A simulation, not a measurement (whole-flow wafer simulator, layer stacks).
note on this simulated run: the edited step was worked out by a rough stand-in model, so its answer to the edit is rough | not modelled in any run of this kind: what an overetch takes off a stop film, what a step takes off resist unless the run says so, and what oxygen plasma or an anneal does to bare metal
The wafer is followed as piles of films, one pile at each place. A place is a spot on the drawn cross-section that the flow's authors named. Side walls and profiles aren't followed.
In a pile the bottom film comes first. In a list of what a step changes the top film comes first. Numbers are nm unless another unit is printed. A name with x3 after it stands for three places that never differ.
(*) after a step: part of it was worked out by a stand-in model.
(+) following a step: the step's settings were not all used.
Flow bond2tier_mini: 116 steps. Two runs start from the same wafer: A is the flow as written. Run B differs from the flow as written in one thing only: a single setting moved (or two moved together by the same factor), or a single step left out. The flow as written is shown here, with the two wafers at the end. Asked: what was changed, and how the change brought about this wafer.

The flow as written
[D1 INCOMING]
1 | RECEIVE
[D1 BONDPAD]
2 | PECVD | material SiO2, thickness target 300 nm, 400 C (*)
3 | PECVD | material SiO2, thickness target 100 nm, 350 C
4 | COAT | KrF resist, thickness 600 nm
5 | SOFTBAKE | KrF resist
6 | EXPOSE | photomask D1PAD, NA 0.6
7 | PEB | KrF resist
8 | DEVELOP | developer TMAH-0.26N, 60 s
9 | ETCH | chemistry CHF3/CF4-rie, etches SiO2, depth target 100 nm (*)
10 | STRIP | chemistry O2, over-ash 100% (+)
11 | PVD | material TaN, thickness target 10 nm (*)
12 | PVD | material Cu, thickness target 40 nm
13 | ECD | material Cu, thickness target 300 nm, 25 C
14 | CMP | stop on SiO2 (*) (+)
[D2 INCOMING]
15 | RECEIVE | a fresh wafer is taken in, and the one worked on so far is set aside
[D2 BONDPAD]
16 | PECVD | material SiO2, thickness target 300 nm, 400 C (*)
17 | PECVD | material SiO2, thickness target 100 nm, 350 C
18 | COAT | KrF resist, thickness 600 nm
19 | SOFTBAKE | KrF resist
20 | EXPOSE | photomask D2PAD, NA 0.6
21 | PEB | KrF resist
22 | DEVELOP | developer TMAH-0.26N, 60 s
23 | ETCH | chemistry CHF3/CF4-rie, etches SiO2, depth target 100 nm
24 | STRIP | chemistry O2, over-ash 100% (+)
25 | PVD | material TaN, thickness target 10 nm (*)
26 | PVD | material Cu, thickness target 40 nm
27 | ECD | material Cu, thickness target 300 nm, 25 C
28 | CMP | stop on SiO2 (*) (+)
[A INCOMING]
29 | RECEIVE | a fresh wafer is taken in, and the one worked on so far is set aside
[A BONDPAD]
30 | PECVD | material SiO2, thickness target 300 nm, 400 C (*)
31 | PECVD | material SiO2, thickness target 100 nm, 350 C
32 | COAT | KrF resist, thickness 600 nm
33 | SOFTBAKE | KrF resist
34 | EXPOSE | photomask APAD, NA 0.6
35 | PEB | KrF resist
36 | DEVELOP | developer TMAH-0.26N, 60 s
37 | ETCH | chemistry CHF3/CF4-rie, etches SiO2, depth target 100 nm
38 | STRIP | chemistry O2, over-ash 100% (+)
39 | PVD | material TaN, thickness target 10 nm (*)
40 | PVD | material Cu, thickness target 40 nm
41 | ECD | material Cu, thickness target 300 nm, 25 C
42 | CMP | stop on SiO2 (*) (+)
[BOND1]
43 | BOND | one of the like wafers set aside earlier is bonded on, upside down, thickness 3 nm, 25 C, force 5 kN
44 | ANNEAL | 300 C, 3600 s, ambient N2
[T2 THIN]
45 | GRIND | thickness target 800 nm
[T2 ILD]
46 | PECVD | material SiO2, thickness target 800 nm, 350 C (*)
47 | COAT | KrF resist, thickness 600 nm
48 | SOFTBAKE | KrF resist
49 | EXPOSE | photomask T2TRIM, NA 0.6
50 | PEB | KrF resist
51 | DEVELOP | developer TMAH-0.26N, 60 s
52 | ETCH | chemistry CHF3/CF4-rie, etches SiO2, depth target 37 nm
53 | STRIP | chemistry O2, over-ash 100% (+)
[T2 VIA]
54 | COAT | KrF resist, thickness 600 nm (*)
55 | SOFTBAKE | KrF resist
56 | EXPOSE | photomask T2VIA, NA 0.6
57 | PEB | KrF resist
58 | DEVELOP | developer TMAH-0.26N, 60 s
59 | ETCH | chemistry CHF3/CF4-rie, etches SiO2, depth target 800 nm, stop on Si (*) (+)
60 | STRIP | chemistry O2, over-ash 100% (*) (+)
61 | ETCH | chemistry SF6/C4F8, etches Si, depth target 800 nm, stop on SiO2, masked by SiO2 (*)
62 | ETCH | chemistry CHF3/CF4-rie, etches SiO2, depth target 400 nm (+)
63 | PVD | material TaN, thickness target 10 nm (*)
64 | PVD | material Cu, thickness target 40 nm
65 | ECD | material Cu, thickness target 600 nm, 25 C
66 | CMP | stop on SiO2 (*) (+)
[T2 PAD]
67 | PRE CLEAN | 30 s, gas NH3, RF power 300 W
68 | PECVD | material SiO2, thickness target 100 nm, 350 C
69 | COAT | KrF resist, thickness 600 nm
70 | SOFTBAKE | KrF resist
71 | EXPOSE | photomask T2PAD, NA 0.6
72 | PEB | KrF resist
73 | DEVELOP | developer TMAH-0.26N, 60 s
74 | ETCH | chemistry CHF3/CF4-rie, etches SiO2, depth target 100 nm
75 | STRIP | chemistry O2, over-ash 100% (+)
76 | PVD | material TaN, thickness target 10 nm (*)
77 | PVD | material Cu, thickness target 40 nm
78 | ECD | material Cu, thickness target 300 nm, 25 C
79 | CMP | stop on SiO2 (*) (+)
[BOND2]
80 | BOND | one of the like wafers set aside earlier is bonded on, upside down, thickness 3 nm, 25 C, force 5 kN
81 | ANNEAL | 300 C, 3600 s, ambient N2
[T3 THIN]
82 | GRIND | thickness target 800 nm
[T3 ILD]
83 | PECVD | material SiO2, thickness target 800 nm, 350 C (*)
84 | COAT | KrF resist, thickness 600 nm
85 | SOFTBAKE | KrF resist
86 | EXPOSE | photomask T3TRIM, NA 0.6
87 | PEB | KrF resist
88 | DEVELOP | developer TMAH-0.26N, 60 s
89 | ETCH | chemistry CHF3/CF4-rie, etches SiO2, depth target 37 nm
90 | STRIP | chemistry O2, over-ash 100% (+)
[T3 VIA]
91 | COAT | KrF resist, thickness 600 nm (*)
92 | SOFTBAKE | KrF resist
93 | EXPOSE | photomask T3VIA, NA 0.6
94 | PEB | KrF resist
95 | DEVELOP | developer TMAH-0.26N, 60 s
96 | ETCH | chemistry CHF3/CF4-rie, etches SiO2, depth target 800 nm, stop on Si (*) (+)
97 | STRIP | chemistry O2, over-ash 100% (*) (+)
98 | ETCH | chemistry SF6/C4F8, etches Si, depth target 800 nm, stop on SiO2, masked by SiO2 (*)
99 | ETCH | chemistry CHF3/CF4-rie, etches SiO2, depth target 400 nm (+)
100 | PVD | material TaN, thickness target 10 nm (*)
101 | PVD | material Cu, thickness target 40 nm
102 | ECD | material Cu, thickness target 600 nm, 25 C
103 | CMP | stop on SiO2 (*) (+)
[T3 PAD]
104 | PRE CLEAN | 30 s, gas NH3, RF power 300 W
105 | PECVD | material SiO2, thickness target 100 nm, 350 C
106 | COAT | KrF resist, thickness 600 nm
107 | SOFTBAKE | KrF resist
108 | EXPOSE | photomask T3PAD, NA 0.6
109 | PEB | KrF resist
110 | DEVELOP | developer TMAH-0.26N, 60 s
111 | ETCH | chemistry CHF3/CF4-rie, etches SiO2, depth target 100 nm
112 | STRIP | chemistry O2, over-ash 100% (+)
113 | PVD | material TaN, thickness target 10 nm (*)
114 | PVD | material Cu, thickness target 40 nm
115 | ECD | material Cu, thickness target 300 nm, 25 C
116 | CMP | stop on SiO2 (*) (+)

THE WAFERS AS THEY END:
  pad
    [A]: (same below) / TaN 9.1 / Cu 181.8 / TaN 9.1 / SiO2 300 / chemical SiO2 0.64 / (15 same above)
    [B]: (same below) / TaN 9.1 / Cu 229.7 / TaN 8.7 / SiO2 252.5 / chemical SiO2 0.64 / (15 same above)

The reason: step 9, ETCH: depth target 147.5 nm was run, while the flow as written has depth target 100 nm.

Step by step, how the change led to this:
  9 | ETCH | chemistry CHF3/CF4-rie, etches SiO2, depth target 100 nm (*)
      pad, via: A SiO2 loses 100 | B SiO2 loses 147.5
      field: A KrF resist loses 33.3 | B KrF resist loses 49.2
  10 | STRIP | chemistry O2, over-ash 100% (+)
      field: A KrF resist loses 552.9 (all of it) | B KrF resist loses 537.1 (all of it)
  12 | PVD | material Cu, thickness target 40 nm
      pad: A Cu gains 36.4 (new film) | B Cu gains 34.8 (new film)
  13 | ECD | material Cu, thickness target 300 nm, 25 C
      pad: A Cu gains 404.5 | B Cu gains 454
      via: A Cu gains 400.2 | B Cu gains 448
  43 | BOND | one of the like wafers set aside earlier is bonded on, upside down, thickness 3 nm, 25 C, force 5 kN
      pad: A Si gains 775 um (new film), chemical SiO2 gains 0.64 (new film), SiO2 gains 300 (new film), TaN gains 9.1 (new film), Cu gains 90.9 | B Si gains 775 um (new film), chemical SiO2 gains 0.64 (new film), SiO2 gains 252.5 (new film), TaN gains 8.7 (new film), Cu gains 138.8
      via: A Si gains 775 um (new film), chemical SiO2 gains 0.64 (new film), SiO2 gains 300 (new film), TaN gains 9.97 (new film), Cu gains 90 | B Si gains 775 um (new film), chemical SiO2 gains 0.64 (new film), SiO2 gains 252.5 (new film), TaN gains 9.91 (new film), Cu gains 137.6
